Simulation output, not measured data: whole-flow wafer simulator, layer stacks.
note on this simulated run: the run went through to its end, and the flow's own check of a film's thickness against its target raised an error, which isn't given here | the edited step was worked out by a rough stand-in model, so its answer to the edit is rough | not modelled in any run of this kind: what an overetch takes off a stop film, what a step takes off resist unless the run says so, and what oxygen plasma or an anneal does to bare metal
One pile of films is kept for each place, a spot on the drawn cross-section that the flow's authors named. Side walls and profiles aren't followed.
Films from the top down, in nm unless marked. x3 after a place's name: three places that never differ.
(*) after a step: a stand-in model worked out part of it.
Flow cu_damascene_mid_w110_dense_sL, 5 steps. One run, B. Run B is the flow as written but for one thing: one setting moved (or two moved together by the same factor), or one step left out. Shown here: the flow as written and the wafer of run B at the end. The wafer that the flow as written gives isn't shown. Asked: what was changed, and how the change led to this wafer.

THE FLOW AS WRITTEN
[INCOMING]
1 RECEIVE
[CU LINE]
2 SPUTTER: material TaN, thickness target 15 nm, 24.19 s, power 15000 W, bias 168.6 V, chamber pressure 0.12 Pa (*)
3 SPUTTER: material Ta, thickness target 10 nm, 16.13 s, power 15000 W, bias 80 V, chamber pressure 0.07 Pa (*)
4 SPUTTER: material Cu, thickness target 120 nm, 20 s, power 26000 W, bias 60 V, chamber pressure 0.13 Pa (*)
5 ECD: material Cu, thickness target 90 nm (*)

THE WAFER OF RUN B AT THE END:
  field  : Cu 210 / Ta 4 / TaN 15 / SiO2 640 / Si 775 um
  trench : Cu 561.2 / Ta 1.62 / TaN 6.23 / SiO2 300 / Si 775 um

The cause: step 3, SPUTTER: thickness target 4 nm was run, where the flow has thickness target 10 nm; step 3, SPUTTER: 6.45 s was run, where the flow has 16.13 s.
It can be read off the wafer: field has Ta 4, and step 3 as written asks for 10 nm.

How the change led to this, step by step:
  3 SPUTTER: material Ta, thickness target 10 nm, 16.13 s, power 15000 W, bias 80 V, chamber pressure 0.07 Pa (*)
      field: Ta +4 (new film) (as written it would be: Ta +10 (new film))
      trench: Ta +1.62 (new film) (as written it would be: Ta +4.05 (new film))
